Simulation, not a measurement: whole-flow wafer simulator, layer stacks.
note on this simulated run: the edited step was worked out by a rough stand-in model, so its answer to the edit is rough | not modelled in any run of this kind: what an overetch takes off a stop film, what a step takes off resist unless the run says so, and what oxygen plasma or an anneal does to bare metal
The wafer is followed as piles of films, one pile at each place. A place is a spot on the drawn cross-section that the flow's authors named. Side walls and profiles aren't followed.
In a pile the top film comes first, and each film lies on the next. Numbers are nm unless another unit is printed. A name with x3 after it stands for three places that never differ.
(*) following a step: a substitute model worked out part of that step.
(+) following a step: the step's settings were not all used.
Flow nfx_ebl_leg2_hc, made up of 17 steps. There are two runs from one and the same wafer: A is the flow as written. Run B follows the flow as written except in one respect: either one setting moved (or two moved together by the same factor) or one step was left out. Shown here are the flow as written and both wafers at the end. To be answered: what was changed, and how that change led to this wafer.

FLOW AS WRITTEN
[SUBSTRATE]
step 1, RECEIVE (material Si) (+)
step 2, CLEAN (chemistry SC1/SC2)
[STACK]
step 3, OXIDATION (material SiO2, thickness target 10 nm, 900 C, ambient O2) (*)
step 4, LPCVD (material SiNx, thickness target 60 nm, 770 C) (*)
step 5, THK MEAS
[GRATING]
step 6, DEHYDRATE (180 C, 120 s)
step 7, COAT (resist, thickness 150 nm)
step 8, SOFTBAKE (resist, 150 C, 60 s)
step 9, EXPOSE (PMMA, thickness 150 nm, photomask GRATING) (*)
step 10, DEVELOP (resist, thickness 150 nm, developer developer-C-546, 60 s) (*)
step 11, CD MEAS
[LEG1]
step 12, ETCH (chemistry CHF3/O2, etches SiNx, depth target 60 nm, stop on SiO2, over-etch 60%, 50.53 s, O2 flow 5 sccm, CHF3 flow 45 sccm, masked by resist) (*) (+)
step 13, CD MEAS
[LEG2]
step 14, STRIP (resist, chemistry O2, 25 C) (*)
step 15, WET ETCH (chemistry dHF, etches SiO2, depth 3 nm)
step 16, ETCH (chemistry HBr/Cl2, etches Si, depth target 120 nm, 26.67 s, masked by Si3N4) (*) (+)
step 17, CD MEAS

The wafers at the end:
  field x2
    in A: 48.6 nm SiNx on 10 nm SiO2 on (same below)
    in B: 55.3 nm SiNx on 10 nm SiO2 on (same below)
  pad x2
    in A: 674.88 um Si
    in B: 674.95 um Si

The reason: step 16, ETCH: depth target 49.6 nm was run, while the flow as written has depth target 120 nm; step 16, ETCH: 11.01 s was run, where the flow has 26.67 s.

How this came from the change, step by step:
  step 16, ETCH (chemistry HBr/Cl2, etches Si, depth target 120 nm, 26.67 s, masked by Si3N4) (*) (+)
      field x2: A -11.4 SiNx | B -4.72 SiNx
      pad x2: A -120 Si | B -49.6 Si
